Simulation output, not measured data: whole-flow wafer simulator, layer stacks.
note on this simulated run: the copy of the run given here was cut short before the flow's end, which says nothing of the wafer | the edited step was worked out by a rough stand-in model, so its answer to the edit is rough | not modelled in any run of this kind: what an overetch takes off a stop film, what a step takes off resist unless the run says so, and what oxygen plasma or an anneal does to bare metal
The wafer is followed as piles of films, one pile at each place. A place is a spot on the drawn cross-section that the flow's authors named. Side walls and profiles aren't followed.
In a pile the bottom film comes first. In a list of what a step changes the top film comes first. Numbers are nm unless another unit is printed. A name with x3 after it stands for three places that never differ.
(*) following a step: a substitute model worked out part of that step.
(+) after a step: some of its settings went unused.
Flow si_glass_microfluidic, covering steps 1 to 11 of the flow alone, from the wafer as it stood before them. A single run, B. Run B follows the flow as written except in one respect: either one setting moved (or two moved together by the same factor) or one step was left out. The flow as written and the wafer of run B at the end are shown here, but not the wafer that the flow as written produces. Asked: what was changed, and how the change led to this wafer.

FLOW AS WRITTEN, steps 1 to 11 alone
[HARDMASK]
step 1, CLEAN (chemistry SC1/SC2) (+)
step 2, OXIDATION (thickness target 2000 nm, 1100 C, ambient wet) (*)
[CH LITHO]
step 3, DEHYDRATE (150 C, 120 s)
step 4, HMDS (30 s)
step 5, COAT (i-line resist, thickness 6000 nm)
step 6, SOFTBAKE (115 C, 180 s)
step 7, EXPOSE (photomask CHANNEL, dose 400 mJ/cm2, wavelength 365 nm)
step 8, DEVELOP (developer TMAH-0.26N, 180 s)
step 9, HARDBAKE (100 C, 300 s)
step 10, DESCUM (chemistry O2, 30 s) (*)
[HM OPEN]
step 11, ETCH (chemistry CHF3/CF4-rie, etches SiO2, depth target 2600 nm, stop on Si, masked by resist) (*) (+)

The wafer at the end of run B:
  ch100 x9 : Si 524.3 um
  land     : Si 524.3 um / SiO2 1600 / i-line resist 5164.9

Cause: step 2, OXIDATION: thickness target 1600 nm was run, though the flow has thickness target 2000 nm.
The wafer lets one read it off: land has SiO2 1600, and step 2 as written asks for 2000 nm.

The path from the change to this, step by step:
  step 2, OXIDATION (thickness target 2000 nm, 1100 C, ambient wet) (*)
      land, ch100 x9: +1600 SiO2 (new film), -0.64 chemical SiO2 (all of it), -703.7 Si (in the flow as written it would be: +2000 SiO2 (new film), -0.64 chemical SiO2 (all of it), -879.7 Si)
  step 11, ETCH (chemistry CHF3/CF4-rie, etches SiO2, depth target 2600 nm, stop on Si, masked by resist) (*) (+)
      ch100 x9: -1600 SiO2 (all of it) (in the flow as written it would be: -2000 SiO2 (all of it))
      land: -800 i-line resist (in the flow as written it would be: -866.7 i-line resist)
